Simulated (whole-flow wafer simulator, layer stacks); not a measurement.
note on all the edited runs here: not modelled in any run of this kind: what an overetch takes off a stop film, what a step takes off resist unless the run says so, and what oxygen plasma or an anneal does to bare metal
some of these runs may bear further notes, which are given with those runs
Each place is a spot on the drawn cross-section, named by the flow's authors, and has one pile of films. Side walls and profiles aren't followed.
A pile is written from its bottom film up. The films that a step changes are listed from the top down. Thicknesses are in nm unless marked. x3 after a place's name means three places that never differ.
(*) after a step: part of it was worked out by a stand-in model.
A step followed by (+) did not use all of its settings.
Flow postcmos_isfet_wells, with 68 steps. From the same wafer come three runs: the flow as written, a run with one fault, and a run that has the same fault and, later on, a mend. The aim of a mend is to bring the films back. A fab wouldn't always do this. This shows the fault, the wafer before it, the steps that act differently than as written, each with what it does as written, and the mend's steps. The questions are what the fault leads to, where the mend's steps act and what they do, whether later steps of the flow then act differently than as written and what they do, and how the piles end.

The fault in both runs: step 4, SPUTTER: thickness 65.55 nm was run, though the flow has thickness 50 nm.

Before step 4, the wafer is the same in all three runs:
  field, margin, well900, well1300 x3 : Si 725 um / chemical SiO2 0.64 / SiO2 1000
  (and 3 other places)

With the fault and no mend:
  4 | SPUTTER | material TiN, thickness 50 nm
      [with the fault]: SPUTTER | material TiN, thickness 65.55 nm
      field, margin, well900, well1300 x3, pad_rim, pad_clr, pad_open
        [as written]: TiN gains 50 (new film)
        [with the fault]: TiN gains 65.5 (new film)
  Steps further on in the flow that do not act as written (1 more step, not shown, differs only slightly: by at most 2% or 0.5 nm, whichever is larger):
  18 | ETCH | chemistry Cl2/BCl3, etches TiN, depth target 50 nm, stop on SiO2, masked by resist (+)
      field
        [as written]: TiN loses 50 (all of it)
        [with the fault]: TiN loses 50
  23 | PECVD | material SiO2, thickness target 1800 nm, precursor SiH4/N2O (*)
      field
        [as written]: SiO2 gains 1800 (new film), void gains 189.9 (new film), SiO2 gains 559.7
        [with the fault]: SiO2 gains 1800 (new film), void gains 190.2 (new film), SiO2 gains 559.8 (new film)
  By the end, the piles at field, margin, well900, well1300 x3, pad_rim, pad_clr, pad_open depart from the flow's by more than 2% or 0.5 nm, whichever is larger.
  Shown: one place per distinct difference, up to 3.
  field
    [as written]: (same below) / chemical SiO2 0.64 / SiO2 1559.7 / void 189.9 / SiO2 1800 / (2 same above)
    [with the fault]: (same below) / chemical SiO2 0.64 / SiO2 1000 / TiN 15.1 / SiO2 559.8 / void 190.2 / SiO2 1800 / (2 same above)
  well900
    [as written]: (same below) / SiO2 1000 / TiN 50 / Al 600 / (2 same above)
    [with the fault]: (same below) / SiO2 1000 / TiN 65.5 / Al 600 / (2 same above)
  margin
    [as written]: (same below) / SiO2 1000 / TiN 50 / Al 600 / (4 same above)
    [with the fault]: (same below) / SiO2 1000 / TiN 65.5 / Al 600 / (4 same above)

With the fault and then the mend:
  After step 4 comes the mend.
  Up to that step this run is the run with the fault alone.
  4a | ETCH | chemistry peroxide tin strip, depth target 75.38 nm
      field, margin, well900, well1300 x3, pad_rim, pad_clr, pad_open
        TiN loses 65.5 (all of it)
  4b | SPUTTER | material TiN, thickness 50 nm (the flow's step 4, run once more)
      field, margin, well900, well1300 x3, pad_rim, pad_clr, pad_open
        TiN gains 50 (new film)
  Later steps of the flow that are run all act as written at every place that is followed.
  At every place that both follow, the piles at the end match the flow's.
